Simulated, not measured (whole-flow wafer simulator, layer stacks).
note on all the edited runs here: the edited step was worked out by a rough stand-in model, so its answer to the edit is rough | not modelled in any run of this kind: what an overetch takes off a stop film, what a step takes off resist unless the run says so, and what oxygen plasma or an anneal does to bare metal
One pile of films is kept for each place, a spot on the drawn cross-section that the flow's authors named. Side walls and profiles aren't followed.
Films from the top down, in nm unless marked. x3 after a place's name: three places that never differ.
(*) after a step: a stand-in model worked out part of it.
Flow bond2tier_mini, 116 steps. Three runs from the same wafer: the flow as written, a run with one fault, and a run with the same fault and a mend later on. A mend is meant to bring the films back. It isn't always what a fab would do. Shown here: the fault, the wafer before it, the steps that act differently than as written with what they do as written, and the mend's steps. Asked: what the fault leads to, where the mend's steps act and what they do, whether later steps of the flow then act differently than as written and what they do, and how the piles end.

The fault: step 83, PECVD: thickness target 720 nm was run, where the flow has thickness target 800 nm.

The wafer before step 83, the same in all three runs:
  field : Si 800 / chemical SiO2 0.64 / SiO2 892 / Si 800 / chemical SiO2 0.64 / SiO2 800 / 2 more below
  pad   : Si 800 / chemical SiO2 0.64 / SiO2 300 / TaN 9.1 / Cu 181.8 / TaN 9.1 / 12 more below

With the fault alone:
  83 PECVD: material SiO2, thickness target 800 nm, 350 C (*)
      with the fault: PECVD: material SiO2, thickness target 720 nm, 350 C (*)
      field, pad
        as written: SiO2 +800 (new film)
        with the fault: SiO2 +720 (new film)
  No later step of the flow acts differently than as written at any place that is followed.
  At the end the piles differ from the flow's by more than 2% or 0.5 nm, whichever is larger, at field, pad.
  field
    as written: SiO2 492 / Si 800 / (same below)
    with the fault: SiO2 412 / Si 800 / (same below)
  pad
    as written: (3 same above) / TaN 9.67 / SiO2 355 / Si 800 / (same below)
    with the fault: (3 same above) / TaN 9.67 / SiO2 275 / Si 800 / (same below)

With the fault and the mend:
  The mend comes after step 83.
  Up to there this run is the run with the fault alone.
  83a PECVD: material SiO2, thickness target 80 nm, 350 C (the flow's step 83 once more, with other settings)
      field, pad
        SiO2 +80
  No later step of the flow acts differently than as written at any place that is followed.
  At the end the piles are the same as the flow's at every place that both follow.
